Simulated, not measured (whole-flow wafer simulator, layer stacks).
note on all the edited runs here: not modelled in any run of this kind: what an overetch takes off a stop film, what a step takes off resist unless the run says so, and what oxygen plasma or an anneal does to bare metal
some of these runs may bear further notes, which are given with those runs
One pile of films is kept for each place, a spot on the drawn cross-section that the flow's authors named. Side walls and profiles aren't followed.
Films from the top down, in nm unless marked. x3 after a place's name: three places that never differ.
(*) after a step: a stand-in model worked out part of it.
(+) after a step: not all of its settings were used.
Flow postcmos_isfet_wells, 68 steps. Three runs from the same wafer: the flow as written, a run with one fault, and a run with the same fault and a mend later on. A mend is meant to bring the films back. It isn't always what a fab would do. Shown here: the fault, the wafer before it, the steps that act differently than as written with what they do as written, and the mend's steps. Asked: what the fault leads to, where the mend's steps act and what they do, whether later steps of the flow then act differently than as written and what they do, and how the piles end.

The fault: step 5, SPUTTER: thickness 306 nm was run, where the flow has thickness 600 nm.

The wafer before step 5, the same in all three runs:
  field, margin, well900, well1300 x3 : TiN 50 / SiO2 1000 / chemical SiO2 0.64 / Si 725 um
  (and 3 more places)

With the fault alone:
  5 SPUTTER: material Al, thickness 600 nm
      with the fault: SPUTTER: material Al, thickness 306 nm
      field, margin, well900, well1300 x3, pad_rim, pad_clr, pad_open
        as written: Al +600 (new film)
        with the fault: Al +306 (new film)
  Later steps of the flow that act differently than as written:
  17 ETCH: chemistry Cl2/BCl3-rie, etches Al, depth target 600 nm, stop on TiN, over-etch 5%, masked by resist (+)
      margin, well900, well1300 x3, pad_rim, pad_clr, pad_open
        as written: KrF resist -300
        with the fault: KrF resist -160.6
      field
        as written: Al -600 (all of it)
        with the fault: Al -306 (all of it)
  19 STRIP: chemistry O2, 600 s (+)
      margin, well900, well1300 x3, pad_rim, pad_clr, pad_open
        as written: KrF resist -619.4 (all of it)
        with the fault: KrF resist -758.7 (all of it)
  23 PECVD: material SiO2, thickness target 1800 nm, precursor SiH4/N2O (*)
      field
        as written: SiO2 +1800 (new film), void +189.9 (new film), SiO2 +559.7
        with the fault: SiO2 +2255.6
  At the end the piles differ from the flow's by more than 2% or 0.5 nm, whichever is larger, at field, margin, well900, well1300 x3, pad_rim, pad_clr, pad_open.
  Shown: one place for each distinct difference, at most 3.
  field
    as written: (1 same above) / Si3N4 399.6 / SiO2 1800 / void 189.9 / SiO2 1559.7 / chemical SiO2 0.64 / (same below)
    with the fault: (1 same above) / Si3N4 399.6 / SiO2 3255.6 / chemical SiO2 0.64 / (same below)
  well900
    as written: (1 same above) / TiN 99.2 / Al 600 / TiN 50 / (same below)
    with the fault: (1 same above) / TiN 99.2 / Al 306 / TiN 50 / (same below)
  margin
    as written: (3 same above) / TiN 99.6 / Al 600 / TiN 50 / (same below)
    with the fault: (3 same above) / TiN 99.6 / Al 306 / TiN 50 / (same below)

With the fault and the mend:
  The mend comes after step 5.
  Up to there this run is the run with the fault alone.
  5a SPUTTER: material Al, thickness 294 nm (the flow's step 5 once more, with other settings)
      field, margin, well900, well1300 x3, pad_rim, pad_clr, pad_open
        Al +294
  No later step of the flow acts differently than as written at any place that is followed.
  At the end the piles are the same as the flow's at every place that both follow.
